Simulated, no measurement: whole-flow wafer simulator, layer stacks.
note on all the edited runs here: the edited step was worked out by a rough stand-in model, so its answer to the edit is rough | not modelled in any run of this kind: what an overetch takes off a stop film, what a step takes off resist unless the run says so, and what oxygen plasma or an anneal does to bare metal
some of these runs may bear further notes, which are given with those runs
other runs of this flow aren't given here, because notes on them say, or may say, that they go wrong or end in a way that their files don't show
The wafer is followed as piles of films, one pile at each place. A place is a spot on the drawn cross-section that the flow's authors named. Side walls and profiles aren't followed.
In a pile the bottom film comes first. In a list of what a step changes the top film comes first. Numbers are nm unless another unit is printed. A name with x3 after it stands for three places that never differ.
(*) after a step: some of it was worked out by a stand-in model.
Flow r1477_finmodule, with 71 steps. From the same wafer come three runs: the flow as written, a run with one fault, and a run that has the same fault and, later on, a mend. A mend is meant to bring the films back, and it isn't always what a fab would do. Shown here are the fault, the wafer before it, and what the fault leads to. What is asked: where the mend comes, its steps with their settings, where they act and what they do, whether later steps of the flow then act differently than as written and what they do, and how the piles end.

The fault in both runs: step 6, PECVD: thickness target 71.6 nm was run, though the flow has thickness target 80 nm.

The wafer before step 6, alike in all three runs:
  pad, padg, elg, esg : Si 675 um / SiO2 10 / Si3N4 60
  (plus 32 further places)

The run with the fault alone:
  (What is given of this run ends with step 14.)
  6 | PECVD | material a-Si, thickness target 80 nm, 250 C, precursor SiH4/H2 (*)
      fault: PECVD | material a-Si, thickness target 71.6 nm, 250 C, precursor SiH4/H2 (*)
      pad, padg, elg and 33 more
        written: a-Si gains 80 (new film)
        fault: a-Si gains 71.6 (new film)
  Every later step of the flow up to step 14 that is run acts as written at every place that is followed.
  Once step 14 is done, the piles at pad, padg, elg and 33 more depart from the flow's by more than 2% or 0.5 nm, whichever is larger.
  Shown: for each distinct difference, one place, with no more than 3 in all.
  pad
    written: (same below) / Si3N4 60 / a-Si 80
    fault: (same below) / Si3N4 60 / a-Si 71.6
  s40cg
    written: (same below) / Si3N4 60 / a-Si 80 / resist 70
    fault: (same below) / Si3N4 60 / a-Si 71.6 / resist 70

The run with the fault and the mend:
  The mend stands after step 7.
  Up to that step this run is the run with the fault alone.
  7a | ETCH | chemistry tmah, depth target 82.34 nm
      pad, padg, elg and 33 more
        a-Si loses 71.6 (all of it)
  7b | PECVD | material a-Si, thickness target 80 nm, 250 C, precursor SiH4/H2 (*) (the flow's step 6 again)
      pad, padg, elg and 33 more
        a-Si gains 80 (new film)
  Every later step of the flow that is run acts as written at every place that is followed.
  The piles end the same as the flow's at every place that both follow.
